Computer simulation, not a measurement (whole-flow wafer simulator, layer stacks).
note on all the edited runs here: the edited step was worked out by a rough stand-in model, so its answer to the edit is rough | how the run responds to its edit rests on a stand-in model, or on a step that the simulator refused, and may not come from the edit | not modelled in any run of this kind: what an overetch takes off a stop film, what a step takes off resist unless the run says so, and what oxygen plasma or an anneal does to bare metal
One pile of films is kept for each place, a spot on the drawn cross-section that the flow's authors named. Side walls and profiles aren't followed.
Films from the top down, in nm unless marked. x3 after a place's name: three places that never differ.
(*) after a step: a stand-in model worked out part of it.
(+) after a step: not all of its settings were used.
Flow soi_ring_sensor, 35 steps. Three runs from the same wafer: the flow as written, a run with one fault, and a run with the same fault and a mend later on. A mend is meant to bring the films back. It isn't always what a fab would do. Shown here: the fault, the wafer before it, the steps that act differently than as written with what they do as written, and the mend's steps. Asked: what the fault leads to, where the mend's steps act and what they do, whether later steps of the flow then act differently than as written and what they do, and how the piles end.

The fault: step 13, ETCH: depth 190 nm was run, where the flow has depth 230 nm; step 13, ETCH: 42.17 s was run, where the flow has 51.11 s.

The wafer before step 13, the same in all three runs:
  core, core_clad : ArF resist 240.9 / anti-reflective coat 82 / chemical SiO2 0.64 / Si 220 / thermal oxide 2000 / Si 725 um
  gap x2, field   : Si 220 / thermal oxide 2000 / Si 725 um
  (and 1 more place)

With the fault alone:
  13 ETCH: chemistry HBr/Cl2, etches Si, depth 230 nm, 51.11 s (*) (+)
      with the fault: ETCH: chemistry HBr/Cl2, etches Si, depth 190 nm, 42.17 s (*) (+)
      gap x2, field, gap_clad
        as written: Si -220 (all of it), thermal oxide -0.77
        with the fault: Si -190
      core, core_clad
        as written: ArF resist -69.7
        with the fault: ArF resist -57.5
  Later steps of the flow that act differently than as written:
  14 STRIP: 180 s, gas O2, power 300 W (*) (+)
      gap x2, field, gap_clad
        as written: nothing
        with the fault: chemical SiO2 +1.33 (new film), Si -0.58
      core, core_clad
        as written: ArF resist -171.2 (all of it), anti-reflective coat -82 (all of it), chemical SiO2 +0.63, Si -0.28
        with the fault: ArF resist -183.4 (all of it), anti-reflective coat -82 (all of it), chemical SiO2 +0.62, Si -0.27
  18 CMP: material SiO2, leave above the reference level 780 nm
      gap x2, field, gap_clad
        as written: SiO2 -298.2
        with the fault: SiO2 -329.8
  At the end the piles differ from the flow's by more than 2% or 0.5 nm, whichever is larger, at field.
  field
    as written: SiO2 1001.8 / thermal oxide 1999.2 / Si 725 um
    with the fault: SiO2 970.2 / chemical SiO2 1.33 / Si 29.4 / thermal oxide 2000 / Si 725 um

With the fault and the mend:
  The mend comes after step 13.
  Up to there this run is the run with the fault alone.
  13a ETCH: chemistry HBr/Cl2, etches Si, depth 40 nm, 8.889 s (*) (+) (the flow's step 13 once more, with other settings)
      gap x2, field, gap_clad
        Si -30 (all of it), thermal oxide -0.77
      core, core_clad
        ArF resist -12.1
  No later step of the flow acts differently than as written, at any place that is followed, by more than 2% or 0.5 nm, whichever is larger.
  At the end the piles are the same as the flow's at every place that both follow.
